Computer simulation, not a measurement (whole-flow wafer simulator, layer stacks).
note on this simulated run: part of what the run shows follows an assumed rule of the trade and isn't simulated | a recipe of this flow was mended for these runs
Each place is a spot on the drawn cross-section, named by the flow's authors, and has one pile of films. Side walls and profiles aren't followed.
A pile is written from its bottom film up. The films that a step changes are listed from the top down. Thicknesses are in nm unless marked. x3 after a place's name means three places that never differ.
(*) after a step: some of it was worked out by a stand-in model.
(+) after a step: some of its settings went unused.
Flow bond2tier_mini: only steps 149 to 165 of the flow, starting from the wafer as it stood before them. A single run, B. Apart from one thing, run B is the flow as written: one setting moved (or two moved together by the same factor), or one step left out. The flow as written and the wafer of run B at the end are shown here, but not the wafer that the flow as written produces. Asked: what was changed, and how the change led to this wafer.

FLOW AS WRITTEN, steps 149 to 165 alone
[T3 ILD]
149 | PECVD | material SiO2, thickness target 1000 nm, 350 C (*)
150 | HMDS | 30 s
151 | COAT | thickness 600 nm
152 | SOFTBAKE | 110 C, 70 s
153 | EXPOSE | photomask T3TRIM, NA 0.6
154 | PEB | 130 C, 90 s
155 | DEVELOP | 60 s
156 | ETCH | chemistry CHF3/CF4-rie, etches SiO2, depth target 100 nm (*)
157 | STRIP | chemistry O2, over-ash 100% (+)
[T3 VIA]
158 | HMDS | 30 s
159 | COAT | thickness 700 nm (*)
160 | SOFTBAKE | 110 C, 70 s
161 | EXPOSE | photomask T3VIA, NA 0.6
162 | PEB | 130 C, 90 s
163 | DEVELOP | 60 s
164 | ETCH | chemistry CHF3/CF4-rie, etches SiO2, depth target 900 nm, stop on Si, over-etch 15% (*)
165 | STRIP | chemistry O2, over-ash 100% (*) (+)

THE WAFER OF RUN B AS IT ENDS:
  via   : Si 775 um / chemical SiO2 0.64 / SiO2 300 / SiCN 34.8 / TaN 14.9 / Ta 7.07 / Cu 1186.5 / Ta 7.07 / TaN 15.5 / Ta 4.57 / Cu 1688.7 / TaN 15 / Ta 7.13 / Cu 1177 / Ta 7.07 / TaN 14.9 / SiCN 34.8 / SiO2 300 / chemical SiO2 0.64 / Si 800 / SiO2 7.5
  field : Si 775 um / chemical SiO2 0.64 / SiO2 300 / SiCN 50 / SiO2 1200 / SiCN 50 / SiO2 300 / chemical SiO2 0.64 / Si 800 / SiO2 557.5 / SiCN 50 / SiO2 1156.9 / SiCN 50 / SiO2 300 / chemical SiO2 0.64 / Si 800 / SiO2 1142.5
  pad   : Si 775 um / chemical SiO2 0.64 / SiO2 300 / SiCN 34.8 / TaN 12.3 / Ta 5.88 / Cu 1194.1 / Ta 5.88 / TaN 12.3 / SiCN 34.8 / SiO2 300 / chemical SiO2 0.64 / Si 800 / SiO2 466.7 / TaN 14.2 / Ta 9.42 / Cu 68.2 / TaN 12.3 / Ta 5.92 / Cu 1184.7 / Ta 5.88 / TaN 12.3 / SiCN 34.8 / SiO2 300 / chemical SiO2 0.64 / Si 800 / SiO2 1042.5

The reason: step 149, PECVD: thickness target 1142 nm was run, whereas the flow has thickness target 1000 nm.
The wafer itself shows it: field has SiO2 1142.5, and step 149 as written asks for 1000 nm.

How this came from the change, step by step:
  149 | PECVD | material SiO2, thickness target 1000 nm, 350 C (*)
      field, pad, via: +1142.5 SiO2 (new film) (it would be, as written: +1000 SiO2 (new film))
  164 | ETCH | chemistry CHF3/CF4-rie, etches SiO2, depth target 900 nm, stop on Si, over-etch 15% (*)
      via: -1035 SiO2 (it would be, as written: -900 SiO2 (all of it), -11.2 Si)
